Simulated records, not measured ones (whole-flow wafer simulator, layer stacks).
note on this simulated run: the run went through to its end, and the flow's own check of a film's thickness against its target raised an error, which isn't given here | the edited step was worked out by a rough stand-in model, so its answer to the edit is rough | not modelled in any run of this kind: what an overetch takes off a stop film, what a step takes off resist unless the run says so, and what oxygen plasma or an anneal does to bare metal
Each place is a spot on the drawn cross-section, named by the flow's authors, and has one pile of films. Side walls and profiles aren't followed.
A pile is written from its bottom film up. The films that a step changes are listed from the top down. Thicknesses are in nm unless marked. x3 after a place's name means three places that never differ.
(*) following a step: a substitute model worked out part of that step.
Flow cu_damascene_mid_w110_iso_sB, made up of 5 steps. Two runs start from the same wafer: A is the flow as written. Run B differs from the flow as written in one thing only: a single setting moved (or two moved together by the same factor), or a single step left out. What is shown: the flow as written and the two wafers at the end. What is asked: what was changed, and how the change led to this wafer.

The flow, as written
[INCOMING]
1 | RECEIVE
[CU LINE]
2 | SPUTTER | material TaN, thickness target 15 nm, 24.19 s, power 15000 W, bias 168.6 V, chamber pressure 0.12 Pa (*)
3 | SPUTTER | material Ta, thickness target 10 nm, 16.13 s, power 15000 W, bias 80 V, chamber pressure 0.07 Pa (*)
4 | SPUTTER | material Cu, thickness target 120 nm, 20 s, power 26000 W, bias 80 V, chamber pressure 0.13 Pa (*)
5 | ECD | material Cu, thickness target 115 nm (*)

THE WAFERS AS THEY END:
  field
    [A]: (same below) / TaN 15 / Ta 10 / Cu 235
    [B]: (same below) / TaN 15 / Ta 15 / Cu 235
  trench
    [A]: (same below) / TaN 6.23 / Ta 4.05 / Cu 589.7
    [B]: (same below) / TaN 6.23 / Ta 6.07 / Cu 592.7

The reason: step 3, SPUTTER: thickness target 15 nm was run, whereas the flow has thickness target 10 nm; step 3, SPUTTER: 24.2 s was run, where the flow has 16.13 s.
The wafer lets one read it off: field has Ta 15, and step 3 as written asks for 10 nm.

How this came from the change, step by step:
  3 | SPUTTER | material Ta, thickness target 10 nm, 16.13 s, power 15000 W, bias 80 V, chamber pressure 0.07 Pa (*)
      field: A Ta gains 10 (new film) | B Ta gains 15 (new film)
      trench: A Ta gains 4.05 (new film) | B Ta gains 6.07 (new film)
